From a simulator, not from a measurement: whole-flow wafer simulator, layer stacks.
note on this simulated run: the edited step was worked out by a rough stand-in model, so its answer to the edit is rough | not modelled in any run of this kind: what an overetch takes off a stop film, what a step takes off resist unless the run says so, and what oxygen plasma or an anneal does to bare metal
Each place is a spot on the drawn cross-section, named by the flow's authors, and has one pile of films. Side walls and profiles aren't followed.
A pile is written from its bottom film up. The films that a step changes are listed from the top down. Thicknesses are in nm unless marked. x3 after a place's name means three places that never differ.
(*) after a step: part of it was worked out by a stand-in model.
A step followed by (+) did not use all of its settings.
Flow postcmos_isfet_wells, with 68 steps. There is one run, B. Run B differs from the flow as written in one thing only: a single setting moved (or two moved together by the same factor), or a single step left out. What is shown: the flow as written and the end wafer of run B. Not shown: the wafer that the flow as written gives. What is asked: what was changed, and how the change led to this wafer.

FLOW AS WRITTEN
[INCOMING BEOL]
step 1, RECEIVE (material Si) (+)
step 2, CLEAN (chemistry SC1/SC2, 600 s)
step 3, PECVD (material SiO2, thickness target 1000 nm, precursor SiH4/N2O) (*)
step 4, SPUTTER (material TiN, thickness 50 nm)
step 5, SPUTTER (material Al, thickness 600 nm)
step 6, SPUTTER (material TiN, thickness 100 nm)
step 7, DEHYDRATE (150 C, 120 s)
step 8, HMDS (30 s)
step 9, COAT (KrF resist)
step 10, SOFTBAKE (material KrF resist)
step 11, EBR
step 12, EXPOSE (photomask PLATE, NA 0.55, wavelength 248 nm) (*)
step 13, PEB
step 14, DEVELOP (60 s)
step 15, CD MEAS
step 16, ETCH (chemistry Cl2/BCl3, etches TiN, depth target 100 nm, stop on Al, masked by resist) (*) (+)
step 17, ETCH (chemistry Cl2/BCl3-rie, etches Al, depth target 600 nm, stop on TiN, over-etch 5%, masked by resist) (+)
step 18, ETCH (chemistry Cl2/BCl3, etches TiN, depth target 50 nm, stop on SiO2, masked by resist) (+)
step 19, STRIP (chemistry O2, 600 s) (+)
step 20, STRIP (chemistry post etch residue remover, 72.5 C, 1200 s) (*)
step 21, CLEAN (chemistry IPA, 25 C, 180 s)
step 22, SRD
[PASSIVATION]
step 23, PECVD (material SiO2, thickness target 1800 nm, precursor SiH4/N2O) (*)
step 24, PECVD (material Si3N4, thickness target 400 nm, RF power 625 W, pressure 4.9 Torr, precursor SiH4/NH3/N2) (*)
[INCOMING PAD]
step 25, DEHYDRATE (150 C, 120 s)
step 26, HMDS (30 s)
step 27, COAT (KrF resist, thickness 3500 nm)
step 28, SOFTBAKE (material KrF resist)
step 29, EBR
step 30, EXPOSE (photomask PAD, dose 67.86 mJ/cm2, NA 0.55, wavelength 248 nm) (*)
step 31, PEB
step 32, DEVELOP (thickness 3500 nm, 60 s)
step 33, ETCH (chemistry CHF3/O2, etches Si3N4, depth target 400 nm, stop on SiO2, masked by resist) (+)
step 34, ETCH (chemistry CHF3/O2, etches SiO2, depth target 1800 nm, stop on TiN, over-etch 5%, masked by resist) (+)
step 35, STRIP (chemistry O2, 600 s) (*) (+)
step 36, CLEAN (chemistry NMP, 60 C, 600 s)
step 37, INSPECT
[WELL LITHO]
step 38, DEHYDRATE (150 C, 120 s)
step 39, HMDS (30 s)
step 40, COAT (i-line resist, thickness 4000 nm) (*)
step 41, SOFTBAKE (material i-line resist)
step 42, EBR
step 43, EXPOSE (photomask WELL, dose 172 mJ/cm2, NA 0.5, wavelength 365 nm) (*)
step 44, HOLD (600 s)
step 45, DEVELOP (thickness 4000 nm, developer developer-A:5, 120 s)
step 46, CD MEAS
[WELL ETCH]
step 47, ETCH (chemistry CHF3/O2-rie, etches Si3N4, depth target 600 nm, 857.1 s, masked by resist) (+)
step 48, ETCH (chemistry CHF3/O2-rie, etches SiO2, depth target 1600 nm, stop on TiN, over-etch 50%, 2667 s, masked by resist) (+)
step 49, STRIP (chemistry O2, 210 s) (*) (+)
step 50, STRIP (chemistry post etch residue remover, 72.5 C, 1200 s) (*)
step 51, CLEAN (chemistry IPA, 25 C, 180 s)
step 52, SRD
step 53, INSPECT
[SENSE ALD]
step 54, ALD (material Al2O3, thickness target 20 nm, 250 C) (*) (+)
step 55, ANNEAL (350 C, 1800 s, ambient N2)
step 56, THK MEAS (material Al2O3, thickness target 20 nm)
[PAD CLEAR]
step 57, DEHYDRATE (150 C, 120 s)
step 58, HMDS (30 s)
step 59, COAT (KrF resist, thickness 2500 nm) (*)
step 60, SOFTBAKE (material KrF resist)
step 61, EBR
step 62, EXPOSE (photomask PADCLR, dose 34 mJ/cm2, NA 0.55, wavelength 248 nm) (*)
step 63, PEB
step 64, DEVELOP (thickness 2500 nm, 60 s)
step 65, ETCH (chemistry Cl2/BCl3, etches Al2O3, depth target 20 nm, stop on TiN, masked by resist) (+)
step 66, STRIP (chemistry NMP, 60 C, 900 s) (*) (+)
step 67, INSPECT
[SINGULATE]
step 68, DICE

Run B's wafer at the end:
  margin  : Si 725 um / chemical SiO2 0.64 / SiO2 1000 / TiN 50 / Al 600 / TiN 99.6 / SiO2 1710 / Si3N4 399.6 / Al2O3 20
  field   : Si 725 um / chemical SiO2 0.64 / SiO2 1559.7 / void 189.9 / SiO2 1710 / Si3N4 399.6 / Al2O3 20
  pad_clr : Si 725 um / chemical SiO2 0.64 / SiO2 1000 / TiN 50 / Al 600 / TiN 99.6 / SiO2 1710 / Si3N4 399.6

The reason: step 23, PECVD: thickness target 1710 nm was run, while the flow as written has thickness target 1800 nm.
One can read it off the wafer: margin has SiO2 1710, and step 23 as written asks for 1800 nm.

How this came from the change, step by step:
  step 23, PECVD (material SiO2, thickness target 1800 nm, precursor SiH4/N2O) (*)
      margin, well900, well1300 x3, pad_rim, pad_clr, pad_open: SiO2 gains 1710 (new film) (in the flow as written it would be: SiO2 gains 1800 (new film))
      field: SiO2 gains 1710 (new film), void gains 189.9 (new film), SiO2 gains 559.7 (in the flow as written it would be: SiO2 gains 1800 (new film), void gains 189.9 (new film), SiO2 gains 559.7)
  step 34, ETCH (chemistry CHF3/O2, etches SiO2, depth target 1800 nm, stop on TiN, over-etch 5%, masked by resist) (+)
      pad_open: SiO2 loses 1710 (all of it) (in the flow as written it would be: SiO2 loses 1800 (all of it))
  step 41, SOFTBAKE (material i-line resist)
      pad_clr: i-line resist loses 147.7 (in the flow as written it would be: i-line resist loses 156.7)
      pad_open: i-line resist gains 111.3 (in the flow as written it would be: i-line resist gains 115.3)
  step 48, ETCH (chemistry CHF3/O2-rie, etches SiO2, depth target 1600 nm, stop on TiN, over-etch 50%, 2667 s, masked by resist) (+)
      well900, well1300 x3: SiO2 loses 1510 (all of it) (in the flow as written it would be: SiO2 loses 1600 (all of it))
  step 59, COAT (KrF resist, thickness 2500 nm) (*)
      field: KrF resist gains 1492 (new film) (in the flow as written it would be: KrF resist gains 1449 (new film))
      margin: KrF resist gains 1491.9 (new film) (in the flow as written it would be: KrF resist gains 1448.9 (new film))
  step 66, STRIP (chemistry NMP, 60 C, 900 s) (*) (+)
      field, margin: KrF resist loses 1442.8 (all of it) (in the flow as written it would be: KrF resist loses 1400.1 (all of it))
